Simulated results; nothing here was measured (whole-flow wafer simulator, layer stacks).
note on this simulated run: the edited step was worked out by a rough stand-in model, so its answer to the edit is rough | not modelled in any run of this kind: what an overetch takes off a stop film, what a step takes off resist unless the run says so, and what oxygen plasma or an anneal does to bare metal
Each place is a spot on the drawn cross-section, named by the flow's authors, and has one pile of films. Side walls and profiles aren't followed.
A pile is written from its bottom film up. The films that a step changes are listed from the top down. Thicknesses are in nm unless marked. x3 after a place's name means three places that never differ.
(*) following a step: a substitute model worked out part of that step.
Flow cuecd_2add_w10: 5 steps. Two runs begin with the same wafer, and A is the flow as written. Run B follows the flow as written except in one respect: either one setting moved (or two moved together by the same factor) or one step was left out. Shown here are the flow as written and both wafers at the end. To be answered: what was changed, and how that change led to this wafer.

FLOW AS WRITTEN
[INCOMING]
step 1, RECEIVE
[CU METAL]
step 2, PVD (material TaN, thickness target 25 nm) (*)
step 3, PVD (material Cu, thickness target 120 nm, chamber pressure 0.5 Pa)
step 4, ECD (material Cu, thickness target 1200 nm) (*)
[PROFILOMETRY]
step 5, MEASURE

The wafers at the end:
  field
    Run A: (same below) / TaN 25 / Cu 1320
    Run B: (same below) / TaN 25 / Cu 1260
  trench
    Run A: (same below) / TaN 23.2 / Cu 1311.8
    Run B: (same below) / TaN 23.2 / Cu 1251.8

The reason: step 4, ECD: thickness target 1140 nm was run, whereas the flow has thickness target 1200 nm.

How this came from the change, step by step:
  step 4, ECD (material Cu, thickness target 1200 nm) (*)
      field, trench: A Cu gains 1200 | B Cu gains 1140
